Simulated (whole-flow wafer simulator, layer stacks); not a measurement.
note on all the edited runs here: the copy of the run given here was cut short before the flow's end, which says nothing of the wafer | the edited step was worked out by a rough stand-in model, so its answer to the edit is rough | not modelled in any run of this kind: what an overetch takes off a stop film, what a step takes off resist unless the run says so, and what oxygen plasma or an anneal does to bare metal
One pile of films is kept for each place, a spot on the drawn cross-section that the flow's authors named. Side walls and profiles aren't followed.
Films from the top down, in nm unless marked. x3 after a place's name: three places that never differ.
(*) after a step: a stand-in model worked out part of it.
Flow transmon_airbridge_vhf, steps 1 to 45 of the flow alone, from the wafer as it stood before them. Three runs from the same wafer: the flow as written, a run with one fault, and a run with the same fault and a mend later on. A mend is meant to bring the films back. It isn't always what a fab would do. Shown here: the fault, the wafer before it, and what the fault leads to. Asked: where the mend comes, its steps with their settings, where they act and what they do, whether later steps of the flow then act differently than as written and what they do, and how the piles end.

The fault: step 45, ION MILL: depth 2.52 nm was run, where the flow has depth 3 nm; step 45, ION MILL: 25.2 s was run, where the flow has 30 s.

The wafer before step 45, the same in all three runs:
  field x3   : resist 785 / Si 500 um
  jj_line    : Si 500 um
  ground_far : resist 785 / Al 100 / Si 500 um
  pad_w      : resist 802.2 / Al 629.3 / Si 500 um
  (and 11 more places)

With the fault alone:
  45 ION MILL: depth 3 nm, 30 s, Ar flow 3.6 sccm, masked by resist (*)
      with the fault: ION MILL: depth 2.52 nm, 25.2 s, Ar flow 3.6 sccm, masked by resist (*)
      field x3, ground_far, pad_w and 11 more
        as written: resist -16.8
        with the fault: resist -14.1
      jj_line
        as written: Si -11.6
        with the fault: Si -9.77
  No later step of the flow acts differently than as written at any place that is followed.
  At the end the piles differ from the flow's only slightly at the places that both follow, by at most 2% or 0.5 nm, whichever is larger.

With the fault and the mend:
  The mend comes after step 45.
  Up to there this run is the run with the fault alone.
  45a ION MILL: depth 0.48 nm, 4.8 s, Ar flow 3.6 sccm, masked by resist (*) (the flow's step 45 once more, with other settings)
      field x3, ground_far, pad_w and 11 more
        resist -2.69
      jj_line
        Si -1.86
  No later step of the flow acts differently than as written at any place that is followed.
  At the end the piles are the same as the flow's at every place that both follow.
